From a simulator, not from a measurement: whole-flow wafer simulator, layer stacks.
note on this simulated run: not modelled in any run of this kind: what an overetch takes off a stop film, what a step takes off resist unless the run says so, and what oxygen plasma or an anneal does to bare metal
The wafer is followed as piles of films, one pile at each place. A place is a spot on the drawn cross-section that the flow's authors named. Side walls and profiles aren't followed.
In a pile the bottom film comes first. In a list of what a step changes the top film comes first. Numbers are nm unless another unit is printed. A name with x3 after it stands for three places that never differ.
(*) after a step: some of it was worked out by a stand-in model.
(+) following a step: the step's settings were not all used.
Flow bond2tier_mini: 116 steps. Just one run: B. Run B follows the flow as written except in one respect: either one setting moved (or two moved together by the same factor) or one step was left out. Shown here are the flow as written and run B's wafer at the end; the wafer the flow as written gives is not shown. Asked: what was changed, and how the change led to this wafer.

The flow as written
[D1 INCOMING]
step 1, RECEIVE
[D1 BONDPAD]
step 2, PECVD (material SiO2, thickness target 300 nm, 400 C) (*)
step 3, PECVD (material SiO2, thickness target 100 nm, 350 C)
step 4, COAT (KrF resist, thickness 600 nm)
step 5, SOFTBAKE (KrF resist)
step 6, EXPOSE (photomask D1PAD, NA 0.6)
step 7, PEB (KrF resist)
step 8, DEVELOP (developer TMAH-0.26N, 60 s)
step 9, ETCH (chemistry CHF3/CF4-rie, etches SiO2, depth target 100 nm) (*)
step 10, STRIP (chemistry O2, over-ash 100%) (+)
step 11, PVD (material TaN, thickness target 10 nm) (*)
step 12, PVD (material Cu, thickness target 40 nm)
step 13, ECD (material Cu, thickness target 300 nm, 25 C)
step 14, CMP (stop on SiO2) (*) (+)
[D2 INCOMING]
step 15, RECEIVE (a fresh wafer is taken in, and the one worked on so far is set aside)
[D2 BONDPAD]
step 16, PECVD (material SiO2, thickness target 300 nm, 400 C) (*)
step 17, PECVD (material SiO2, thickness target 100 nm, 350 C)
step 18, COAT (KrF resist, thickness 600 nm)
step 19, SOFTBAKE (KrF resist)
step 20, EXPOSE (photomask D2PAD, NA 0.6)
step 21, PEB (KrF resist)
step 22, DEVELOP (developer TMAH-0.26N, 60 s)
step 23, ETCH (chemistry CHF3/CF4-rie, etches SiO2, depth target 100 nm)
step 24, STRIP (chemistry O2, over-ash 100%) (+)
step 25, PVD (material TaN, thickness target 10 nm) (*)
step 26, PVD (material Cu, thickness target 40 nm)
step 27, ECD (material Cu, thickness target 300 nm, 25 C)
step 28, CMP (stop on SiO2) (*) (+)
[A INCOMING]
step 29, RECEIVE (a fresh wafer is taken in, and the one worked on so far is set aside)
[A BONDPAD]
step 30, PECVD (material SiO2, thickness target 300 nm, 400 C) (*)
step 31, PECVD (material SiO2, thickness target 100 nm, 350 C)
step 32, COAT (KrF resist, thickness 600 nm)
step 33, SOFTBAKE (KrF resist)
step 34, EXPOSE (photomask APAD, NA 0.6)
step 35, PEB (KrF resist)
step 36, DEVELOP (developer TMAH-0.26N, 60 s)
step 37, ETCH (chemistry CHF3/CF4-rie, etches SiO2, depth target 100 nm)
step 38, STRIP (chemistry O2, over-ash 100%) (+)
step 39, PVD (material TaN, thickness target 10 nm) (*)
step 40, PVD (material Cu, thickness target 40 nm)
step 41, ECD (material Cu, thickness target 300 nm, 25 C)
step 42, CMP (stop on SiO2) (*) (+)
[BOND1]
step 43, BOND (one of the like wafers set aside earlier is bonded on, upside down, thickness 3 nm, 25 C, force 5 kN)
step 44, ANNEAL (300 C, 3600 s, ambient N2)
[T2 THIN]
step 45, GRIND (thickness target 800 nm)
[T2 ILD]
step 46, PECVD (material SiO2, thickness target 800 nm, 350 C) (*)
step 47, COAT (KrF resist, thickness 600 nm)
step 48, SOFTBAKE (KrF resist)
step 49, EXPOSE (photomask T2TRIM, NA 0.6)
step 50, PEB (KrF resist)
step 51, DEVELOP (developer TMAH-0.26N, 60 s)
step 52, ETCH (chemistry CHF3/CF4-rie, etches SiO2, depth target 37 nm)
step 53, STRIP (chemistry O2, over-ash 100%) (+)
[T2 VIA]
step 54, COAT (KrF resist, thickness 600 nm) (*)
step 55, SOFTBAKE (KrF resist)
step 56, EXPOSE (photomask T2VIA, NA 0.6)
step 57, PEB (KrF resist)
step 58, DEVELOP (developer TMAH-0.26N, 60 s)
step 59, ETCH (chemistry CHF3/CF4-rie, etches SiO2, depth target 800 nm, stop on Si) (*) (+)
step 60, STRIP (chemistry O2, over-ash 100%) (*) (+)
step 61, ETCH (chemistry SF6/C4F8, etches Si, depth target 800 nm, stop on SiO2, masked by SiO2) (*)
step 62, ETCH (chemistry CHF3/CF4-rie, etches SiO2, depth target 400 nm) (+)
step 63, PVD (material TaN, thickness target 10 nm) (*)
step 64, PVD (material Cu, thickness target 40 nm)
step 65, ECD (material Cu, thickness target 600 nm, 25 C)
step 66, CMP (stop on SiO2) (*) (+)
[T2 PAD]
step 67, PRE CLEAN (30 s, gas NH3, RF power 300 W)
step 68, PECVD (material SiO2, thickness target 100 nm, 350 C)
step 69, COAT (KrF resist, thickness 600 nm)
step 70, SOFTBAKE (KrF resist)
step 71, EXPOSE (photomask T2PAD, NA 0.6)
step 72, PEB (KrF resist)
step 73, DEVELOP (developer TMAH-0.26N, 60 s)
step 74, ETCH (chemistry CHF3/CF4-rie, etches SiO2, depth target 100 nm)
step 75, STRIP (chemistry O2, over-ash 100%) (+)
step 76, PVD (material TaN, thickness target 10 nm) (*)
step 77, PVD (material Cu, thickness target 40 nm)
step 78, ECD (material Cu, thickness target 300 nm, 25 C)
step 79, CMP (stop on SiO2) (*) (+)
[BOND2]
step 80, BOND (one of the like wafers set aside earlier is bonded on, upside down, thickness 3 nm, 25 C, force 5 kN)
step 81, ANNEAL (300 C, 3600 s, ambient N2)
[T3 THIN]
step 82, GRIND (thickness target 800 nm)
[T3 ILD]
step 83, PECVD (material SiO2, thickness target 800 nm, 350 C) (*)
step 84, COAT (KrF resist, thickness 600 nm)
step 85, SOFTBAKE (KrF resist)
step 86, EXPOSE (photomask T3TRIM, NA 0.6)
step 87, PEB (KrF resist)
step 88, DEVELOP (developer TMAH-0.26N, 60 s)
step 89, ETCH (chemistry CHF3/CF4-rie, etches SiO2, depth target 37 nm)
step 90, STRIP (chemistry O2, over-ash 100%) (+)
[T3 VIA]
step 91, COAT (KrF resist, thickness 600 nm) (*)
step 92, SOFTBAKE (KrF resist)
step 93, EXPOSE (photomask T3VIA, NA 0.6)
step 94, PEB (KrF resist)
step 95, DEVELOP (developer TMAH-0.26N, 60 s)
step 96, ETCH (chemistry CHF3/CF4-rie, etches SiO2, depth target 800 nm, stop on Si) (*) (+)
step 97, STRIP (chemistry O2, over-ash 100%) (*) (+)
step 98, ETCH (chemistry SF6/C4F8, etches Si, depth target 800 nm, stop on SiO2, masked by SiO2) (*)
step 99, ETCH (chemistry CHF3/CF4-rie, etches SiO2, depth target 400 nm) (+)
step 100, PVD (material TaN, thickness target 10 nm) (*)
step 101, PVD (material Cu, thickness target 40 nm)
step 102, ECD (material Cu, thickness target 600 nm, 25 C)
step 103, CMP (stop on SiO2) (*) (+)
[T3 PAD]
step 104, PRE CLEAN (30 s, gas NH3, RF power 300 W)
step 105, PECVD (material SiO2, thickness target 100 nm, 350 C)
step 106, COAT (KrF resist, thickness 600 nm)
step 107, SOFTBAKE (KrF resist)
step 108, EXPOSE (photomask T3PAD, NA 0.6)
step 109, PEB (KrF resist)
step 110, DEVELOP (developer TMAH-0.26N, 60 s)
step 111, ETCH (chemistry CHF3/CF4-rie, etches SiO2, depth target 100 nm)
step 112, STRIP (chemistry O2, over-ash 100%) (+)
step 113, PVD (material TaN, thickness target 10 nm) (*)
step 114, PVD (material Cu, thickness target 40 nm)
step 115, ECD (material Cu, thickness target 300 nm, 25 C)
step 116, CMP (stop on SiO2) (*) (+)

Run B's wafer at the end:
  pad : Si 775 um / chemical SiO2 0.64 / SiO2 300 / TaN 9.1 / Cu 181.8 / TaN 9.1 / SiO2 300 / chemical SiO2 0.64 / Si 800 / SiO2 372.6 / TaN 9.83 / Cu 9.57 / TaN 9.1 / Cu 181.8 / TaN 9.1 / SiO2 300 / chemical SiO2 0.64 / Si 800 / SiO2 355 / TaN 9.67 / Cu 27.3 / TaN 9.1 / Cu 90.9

What caused this: step 52, ETCH: depth target 19.4 nm was run, while the flow as written has depth target 37 nm.

Step by step, how the change led to this:
  step 52, ETCH (chemistry CHF3/CF4-rie, etches SiO2, depth target 37 nm)
      pad, via: -19.4 SiO2 (it would be, as written: -37 SiO2)
      field: -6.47 KrF resist (it would be, as written: -12.3 KrF resist)
  step 59, ETCH (chemistry CHF3/CF4-rie, etches SiO2, depth target 800 nm, stop on Si) (*) (+)
      via: -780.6 SiO2 (all of it) (it would be, as written: -763 SiO2 (all of it))
  step 60, STRIP (chemistry O2, over-ash 100%) (*) (+)
      field: -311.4 KrF resist (all of it) (it would be, as written: -303.9 KrF resist (all of it))
      pad: -328.2 KrF resist (all of it) (it would be, as written: -336 KrF resist (all of it))
  step 65, ECD (material Cu, thickness target 600 nm, 25 C)
      pad: +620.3 Cu (it would be, as written: +638.7 Cu)
